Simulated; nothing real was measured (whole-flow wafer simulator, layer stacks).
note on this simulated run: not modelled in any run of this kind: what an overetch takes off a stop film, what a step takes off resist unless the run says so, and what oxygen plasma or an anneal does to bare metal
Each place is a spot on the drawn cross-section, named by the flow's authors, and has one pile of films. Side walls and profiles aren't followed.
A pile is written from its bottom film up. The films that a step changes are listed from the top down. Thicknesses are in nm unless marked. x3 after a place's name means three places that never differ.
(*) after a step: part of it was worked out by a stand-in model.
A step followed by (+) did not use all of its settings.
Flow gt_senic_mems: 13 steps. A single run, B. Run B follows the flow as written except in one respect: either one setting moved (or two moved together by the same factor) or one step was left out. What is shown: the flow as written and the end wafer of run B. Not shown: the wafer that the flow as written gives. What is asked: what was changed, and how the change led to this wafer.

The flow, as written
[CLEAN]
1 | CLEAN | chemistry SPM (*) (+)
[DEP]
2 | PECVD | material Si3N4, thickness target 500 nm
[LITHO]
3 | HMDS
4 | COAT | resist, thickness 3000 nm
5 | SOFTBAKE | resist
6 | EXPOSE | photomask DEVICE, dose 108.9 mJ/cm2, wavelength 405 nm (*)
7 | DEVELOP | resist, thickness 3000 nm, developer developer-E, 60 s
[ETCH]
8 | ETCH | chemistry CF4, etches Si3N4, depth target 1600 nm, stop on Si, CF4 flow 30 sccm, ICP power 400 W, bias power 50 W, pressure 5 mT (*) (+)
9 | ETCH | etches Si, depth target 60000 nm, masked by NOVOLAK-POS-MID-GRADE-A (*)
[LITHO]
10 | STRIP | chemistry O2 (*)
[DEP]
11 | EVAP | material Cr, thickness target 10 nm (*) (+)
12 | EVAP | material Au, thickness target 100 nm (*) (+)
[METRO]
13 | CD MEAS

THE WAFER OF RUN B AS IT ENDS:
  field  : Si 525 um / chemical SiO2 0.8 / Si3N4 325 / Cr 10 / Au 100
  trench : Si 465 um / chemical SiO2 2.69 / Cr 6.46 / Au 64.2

The reason: step 2, PECVD: thickness target 325 nm was run, whereas the flow has thickness target 500 nm.
One can read it off the wafer: field has Si3N4 325, and step 2 as written asks for 500 nm.

The path from the change to this, step by step:
  2 | PECVD | material Si3N4, thickness target 500 nm
      field, trench: +325 Si3N4 (new film) (it would be, as written: +500 Si3N4 (new film))
  8 | ETCH | chemistry CF4, etches Si3N4, depth target 1600 nm, stop on Si, CF4 flow 30 sccm, ICP power 400 W, bias power 50 W, pressure 5 mT (*) (+)
      field: -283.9 resist (it would be, as written: -400.5 resist)
      trench: -325 Si3N4 (all of it), -0.8 chemical SiO2 (all of it) (it would be, as written: -500 Si3N4 (all of it), -0.8 chemical SiO2 (all of it))
  10 | STRIP | chemistry O2 (*)
      field: -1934 resist (all of it) (it would be, as written: -1817.3 resist (all of it))
